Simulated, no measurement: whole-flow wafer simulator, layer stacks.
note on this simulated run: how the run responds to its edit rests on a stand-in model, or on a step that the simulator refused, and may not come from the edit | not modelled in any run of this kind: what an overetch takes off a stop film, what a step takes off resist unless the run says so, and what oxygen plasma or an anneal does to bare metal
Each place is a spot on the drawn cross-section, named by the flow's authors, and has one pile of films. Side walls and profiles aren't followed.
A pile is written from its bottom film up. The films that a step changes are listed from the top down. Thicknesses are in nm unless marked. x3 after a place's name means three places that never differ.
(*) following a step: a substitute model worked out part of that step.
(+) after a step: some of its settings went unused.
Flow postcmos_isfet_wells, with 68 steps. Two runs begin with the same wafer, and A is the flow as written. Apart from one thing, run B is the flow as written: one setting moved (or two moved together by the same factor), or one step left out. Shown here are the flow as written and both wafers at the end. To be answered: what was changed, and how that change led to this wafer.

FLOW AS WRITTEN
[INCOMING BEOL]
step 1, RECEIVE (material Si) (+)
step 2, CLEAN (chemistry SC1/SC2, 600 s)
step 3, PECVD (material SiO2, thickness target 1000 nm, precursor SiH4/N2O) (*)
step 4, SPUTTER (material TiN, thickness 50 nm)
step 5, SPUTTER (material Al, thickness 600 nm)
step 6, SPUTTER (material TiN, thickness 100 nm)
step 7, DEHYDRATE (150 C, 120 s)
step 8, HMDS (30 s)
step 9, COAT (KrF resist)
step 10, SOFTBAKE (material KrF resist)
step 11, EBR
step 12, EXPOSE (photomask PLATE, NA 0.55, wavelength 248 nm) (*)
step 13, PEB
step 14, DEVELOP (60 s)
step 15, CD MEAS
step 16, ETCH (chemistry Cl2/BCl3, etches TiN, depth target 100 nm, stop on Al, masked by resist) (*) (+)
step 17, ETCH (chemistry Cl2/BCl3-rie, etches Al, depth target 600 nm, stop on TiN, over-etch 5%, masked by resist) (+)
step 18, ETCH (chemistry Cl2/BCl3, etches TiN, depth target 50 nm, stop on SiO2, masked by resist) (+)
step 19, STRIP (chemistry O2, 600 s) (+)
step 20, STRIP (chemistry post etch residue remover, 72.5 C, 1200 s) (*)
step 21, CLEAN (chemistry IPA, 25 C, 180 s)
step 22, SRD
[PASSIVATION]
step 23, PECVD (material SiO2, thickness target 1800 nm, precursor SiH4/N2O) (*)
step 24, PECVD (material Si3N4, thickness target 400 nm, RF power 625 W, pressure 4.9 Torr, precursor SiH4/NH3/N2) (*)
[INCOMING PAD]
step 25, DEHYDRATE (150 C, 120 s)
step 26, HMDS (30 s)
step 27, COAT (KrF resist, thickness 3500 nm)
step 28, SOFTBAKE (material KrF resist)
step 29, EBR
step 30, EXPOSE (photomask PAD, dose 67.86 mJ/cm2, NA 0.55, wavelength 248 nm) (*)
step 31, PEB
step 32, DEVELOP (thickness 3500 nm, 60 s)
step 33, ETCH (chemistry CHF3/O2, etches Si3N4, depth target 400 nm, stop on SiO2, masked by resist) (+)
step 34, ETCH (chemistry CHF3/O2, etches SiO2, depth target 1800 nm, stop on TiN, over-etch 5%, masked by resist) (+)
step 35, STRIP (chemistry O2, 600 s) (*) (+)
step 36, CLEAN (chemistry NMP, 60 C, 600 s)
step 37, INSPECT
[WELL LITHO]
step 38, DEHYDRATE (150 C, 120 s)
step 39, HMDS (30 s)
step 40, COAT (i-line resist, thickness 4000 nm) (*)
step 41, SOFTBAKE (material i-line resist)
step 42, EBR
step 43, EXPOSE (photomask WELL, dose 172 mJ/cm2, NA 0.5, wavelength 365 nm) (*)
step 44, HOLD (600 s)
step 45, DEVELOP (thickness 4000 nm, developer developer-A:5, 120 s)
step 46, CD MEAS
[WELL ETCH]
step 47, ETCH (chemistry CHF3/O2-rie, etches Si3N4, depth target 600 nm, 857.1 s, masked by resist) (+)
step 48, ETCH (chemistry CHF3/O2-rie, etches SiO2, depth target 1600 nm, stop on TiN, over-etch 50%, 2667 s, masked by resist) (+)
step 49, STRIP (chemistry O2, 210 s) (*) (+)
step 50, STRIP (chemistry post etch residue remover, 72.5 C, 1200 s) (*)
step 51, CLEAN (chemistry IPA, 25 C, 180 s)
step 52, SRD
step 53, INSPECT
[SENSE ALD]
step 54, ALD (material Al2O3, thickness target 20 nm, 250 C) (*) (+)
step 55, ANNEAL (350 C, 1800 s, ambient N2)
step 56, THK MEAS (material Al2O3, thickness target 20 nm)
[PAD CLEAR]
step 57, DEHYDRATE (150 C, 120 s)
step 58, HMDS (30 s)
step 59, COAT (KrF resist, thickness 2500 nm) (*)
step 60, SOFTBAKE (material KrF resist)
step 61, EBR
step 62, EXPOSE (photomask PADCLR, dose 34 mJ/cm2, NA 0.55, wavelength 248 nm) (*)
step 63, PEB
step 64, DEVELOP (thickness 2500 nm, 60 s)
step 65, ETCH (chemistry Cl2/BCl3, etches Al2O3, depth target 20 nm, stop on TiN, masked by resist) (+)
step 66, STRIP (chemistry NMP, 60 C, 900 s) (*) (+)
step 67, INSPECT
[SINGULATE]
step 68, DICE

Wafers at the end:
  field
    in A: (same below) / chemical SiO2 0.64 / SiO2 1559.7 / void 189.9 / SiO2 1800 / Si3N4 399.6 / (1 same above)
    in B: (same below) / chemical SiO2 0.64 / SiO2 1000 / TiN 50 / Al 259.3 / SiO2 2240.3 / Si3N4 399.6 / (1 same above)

What caused this: step 17, ETCH: depth target 285 nm was run, though the flow has depth target 600 nm.

The path from the change to this, step by step:
  step 17, ETCH (chemistry Cl2/BCl3-rie, etches Al, depth target 600 nm, stop on TiN, over-etch 5%, masked by resist) (+)
      field: A Al loses 600 (all of it) | B Al loses 285
      margin, well900, well1300 x3, pad_rim, pad_clr, pad_open: A KrF resist loses 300 | B KrF resist loses 142.5
  step 18, ETCH (chemistry Cl2/BCl3, etches TiN, depth target 50 nm, stop on SiO2, masked by resist) (+)
      field: A TiN loses 50 (all of it) | B Al loses 50
  step 19, STRIP (chemistry O2, 600 s) (+)
      margin, well900, well1300 x3, pad_rim, pad_clr, pad_open: A KrF resist loses 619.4 (all of it) | B KrF resist loses 776.9 (all of it)
  step 20, STRIP (chemistry post etch residue remover, 72.5 C, 1200 s) (*)
      field: A nothing | B Al loses 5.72
  step 23, PECVD (material SiO2, thickness target 1800 nm, precursor SiH4/N2O) (*)
      field: A SiO2 gains 1800 (new film), void gains 189.9 (new film), SiO2 gains 559.7 | B SiO2 gains 2240.3 (new film)
Taking metal films that touch as one body, field has 1 body; the flow as written gives 0 bodies.
